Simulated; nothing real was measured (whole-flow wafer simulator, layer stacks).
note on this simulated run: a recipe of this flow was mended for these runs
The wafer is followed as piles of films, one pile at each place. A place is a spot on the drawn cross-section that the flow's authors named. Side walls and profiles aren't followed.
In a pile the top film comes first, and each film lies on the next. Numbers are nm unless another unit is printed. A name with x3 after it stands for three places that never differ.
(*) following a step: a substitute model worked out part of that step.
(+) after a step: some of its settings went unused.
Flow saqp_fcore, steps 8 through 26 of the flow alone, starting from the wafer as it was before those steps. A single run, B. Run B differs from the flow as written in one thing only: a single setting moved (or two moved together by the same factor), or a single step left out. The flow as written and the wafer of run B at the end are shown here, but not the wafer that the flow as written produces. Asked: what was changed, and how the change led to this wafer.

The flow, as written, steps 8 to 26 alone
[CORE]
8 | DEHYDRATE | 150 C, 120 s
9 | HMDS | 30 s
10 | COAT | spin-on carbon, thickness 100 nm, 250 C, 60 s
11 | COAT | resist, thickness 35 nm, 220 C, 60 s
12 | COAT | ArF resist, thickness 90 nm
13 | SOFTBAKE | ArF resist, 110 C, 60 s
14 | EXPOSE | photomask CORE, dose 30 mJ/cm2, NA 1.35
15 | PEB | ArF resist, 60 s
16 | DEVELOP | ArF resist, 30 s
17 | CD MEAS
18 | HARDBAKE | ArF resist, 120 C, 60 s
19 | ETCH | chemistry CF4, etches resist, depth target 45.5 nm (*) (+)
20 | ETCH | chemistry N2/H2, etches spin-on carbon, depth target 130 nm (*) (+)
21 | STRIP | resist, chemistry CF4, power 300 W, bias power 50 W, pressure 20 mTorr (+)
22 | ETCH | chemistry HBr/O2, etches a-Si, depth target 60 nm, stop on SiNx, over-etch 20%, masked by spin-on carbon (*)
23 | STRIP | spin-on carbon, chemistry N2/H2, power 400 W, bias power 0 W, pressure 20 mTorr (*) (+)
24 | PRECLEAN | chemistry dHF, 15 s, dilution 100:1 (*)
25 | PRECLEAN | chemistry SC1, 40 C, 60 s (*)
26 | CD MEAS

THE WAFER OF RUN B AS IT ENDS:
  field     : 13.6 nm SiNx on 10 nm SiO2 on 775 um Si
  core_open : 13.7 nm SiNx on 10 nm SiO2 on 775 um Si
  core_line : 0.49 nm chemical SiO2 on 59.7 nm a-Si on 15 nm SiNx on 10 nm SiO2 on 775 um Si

Cause: step 24, PRECLEAN: chemistry dHF, 15 s, dilution 100:1 (*), was omitted.

How this came from the change, step by step:
  (no step that both runs have acts differently by more than 2% or 0.5 nm, whichever is larger)
